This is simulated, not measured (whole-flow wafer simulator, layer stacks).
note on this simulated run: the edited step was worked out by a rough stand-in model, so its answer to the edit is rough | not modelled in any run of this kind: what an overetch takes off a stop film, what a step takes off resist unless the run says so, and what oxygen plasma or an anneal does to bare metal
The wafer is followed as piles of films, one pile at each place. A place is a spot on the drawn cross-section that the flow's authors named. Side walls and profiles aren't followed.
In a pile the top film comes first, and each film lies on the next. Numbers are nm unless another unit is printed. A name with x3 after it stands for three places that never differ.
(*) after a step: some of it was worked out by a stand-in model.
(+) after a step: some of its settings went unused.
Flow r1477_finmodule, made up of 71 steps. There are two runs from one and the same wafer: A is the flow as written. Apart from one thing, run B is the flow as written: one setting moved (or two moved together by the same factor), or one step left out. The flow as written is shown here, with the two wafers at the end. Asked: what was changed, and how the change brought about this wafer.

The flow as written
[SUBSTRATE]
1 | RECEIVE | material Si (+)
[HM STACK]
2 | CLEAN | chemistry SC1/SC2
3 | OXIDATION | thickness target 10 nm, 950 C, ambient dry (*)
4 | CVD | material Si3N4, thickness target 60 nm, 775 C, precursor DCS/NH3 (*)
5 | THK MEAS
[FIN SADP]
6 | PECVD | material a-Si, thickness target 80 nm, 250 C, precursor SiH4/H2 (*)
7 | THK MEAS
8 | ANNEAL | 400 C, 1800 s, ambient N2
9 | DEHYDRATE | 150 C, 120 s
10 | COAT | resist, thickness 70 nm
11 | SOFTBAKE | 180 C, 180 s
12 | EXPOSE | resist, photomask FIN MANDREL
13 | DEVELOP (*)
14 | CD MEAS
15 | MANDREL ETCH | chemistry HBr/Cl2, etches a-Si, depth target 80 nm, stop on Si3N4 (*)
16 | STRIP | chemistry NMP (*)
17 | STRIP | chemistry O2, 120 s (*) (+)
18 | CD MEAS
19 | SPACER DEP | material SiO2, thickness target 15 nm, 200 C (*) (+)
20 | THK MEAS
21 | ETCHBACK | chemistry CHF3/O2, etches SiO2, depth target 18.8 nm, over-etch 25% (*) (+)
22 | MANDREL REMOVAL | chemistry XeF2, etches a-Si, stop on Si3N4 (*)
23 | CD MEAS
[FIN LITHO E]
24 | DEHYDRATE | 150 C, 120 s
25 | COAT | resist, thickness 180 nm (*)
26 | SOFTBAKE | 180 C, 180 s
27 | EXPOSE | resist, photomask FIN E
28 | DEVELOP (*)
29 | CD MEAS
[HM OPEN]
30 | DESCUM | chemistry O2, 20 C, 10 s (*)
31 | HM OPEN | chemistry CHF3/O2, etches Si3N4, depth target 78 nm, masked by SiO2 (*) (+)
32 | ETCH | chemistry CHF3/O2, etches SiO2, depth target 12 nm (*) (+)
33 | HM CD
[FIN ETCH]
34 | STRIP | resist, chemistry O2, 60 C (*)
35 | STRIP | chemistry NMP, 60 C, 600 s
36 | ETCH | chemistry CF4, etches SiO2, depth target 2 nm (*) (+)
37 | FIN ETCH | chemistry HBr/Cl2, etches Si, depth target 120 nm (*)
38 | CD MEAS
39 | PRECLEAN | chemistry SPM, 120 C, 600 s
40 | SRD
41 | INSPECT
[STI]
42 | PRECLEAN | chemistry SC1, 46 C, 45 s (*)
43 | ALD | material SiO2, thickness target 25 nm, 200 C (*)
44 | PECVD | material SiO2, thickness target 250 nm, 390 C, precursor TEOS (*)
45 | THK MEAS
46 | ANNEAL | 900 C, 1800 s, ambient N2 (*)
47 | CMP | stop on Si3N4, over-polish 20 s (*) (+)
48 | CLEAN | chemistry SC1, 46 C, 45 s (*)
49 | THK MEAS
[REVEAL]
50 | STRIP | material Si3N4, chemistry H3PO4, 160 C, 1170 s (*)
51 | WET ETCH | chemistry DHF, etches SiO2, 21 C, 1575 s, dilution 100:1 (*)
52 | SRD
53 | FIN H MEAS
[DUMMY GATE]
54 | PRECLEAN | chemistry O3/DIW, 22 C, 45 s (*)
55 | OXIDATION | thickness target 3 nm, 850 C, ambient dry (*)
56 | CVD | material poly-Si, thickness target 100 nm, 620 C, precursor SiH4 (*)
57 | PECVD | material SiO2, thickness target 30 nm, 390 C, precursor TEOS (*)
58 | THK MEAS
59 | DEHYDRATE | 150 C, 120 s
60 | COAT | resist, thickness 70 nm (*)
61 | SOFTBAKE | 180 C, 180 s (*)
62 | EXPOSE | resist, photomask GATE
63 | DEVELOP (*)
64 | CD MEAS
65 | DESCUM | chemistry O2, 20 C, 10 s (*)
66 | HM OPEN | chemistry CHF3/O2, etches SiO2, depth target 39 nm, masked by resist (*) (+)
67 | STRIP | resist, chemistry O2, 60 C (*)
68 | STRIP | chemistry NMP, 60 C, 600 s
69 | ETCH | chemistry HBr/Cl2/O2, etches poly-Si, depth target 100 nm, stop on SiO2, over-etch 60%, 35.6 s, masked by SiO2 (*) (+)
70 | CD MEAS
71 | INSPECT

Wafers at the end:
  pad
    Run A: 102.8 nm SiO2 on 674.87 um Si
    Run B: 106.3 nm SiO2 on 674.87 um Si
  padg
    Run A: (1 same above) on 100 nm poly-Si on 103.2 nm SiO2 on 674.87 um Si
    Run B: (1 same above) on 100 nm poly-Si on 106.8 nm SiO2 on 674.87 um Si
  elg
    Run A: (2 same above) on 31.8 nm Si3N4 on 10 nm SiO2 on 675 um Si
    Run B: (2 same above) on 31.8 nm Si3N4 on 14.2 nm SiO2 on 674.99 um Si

The reason: step 3, OXIDATION: thickness target 14.2 nm was run, while the flow as written has thickness target 10 nm.
The wafer lets one read it off: elg has SiO2 14.2, and step 3 as written asks for 10 nm.

Step by step, how the change led to this:
  3 | OXIDATION | thickness target 10 nm, 950 C, ambient dry (*)
      pad, padg, elg and 33 more: A +10 SiO2 (new film), -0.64 chemical SiO2 (all of it), -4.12 Si | B +14.2 SiO2 (new film), -0.64 chemical SiO2 (all of it), -5.96 Si
  31 | HM OPEN | chemistry CHF3/O2, etches Si3N4, depth target 78 nm, masked by SiO2 (*) (+)
      pad, padg, esg and 13 more: A -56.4 Si3N4 (all of it), -10 SiO2 (all of it) | B -56.4 Si3N4 (all of it), -10.8 SiO2
  32 | ETCH | chemistry CHF3/O2, etches SiO2, depth target 12 nm (*) (+)
      pad, padg, e40sg and 11 more: A -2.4 Si | B -3.39 SiO2 (all of it), -1.72 Si
      esg, eso: A -1.77 Si | B -3.39 SiO2 (all of it), -1.72 Si
      (as well as at 6 more places)
  43 | ALD | material SiO2, thickness target 25 nm, 200 C (*)
      esg: A +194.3 SiO2 (new film) | B +198.4 SiO2 (new film)
  47 | CMP | stop on Si3N4, over-polish 20 s (*) (+)
      pad, padg, e40sg and 11 more: A -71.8 SiO2 | B -68.2 SiO2
      eso: A -72.4 SiO2 | B -68.2 SiO2
  51 | WET ETCH | chemistry DHF, etches SiO2, 21 C, 1575 s, dilution 100:1 (*)
      s40sg_line, s45sg_line, s50sg_line, s40so_line, s45so_line, s50so_line: A -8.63 SiO2 (all of it) | B -12.8 SiO2 (all of it)
  56 | CVD | material poly-Si, thickness target 100 nm, 620 C, precursor SiH4 (*)
      s40cg, s40co: A +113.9 poly-Si (new film) | B +109.7 poly-Si (new film)
      s45cg, s45co: A +113.4 poly-Si (new film) | B +109.2 poly-Si (new film)
      (as well as at 2 more places)
  60 | COAT | resist, thickness 70 nm (*)
      s40sg, s40so: A +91 resist (new film) | B +87 resist (new film)
      s45sg, s45so: A +91 resist (new film) | B +86.9 resist (new film)
      (as well as at 2 more places)
  63 | DEVELOP (*)
      s40so: A -91 resist (all of it) | B -87 resist (all of it)
      s45so: A -91 resist (all of it) | B -86.9 resist (all of it)
      (as well as at 1 more place)
  67 | STRIP | resist, chemistry O2, 60 C (*)
      s40sg: A -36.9 resist (all of it) | B -32.9 resist (all of it)
      s45sg: A -36.9 resist (all of it) | B -32.8 resist (all of it)
      (as well as at 1 more place)
  69 | ETCH | chemistry HBr/Cl2/O2, etches poly-Si, depth target 100 nm, stop on SiO2, over-etch 60%, 35.6 s, masked by SiO2 (*) (+)
      s40co: A -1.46 chemical SiO2 (all of it), -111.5 poly-Si (all of it), -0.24 SiO2 | B -1.46 chemical SiO2 (all of it), -107.3 poly-Si (all of it), -0.26 SiO2
      s45co: A -1.46 chemical SiO2 (all of it), -110.9 poly-Si (all of it), -0.25 SiO2 | B -1.46 chemical SiO2 (all of it), -106.7 poly-Si (all of it), -0.27 SiO2
      (as well as at 1 more place)
